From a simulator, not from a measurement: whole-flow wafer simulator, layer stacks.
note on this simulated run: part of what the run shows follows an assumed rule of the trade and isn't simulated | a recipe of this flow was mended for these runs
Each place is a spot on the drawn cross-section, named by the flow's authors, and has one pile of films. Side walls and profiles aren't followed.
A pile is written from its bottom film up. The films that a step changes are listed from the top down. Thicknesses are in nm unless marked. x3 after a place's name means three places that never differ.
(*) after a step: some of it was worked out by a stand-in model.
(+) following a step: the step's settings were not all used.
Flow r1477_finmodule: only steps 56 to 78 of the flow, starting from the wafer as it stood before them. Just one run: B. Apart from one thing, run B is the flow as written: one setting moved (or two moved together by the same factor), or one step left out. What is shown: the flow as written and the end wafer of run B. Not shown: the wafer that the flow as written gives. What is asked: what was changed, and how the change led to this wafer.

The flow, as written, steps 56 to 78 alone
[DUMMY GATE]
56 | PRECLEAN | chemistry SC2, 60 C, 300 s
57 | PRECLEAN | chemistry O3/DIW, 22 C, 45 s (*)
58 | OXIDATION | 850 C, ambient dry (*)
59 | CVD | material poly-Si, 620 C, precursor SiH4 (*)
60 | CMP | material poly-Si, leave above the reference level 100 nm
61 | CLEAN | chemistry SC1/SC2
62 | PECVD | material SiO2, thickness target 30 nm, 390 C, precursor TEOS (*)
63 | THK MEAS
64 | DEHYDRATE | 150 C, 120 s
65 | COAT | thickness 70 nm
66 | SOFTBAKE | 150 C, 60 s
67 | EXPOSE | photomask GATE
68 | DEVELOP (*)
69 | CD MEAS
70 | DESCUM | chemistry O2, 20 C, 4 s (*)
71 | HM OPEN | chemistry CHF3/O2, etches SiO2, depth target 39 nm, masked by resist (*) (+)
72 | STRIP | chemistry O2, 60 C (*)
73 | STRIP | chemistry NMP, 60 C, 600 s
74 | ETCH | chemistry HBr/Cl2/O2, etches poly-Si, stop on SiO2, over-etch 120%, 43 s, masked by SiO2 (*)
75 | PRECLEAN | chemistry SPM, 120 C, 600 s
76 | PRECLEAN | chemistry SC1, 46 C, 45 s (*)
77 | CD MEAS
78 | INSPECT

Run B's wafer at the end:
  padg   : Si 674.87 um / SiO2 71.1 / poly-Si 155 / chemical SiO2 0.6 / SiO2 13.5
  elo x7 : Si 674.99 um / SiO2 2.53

Cause: step 62, PECVD: thickness target 21 nm was run, while the flow as written has thickness target 30 nm.

How this came from the change, step by step:
  62 | PECVD | material SiO2, thickness target 30 nm, 390 C, precursor TEOS (*)
      pad, padg, elg x7 and 27 more: SiO2 gains 21 (new film) (as written it would have been: SiO2 gains 30 (new film))
  71 | HM OPEN | chemistry CHF3/O2, etches SiO2, depth target 39 nm, masked by resist (*) (+)
      pad, elo x7, eso x6, e200so, s40co x3: SiO2 loses 21 (all of it), chemical SiO2 loses 0.6 (all of it), poly-Si loses 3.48 (as written it would have been: SiO2 loses 30 (all of it), chemical SiO2 loses 0.6 (all of it), poly-Si loses 1.68)
